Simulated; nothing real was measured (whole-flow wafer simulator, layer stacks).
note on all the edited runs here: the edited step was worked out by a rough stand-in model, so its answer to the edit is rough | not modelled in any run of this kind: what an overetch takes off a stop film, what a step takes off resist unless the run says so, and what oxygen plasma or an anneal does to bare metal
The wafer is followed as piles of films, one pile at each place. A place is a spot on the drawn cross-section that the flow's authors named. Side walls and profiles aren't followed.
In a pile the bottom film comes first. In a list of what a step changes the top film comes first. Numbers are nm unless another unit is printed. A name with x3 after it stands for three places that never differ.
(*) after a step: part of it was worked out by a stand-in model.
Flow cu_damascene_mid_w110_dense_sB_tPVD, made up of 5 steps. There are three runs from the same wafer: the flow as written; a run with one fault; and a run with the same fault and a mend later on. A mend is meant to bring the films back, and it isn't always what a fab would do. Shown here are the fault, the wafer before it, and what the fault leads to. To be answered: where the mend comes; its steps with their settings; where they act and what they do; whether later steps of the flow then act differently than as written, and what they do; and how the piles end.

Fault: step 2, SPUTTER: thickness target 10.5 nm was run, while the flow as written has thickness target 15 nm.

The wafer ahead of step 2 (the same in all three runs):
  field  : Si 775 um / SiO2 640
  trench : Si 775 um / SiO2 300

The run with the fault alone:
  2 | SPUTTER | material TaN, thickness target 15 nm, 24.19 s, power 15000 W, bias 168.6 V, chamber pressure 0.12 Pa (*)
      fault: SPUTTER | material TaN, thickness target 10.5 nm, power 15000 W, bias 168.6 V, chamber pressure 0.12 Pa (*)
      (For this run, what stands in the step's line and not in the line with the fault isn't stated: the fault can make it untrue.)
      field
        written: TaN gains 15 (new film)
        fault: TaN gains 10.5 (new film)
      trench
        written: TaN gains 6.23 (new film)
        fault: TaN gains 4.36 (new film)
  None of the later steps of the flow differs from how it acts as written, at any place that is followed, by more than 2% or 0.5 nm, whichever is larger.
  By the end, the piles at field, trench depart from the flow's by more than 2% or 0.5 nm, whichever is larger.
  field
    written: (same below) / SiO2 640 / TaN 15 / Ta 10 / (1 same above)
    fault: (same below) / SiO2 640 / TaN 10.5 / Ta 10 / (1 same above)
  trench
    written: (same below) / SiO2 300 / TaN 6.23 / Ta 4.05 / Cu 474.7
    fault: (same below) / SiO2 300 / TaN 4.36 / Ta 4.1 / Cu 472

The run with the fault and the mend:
  The mend stands after step 2.
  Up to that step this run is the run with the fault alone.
  2a | SPUTTER | material TaN, thickness target 4.5 nm, power 15000 W, bias 168.6 V, chamber pressure 0.12 Pa (*) (the flow's step 2, run once more with other settings)
      field
        TaN gains 4.5
      trench
        TaN gains 1.8
  None of the later steps of the flow differs from how it acts as written, at any place that is followed, by more than 2% or 0.5 nm, whichever is larger.
  When the end is reached, the piles differ only a little from the flow's at the places that both follow, at most by 2% or 0.5 nm, whichever is larger.
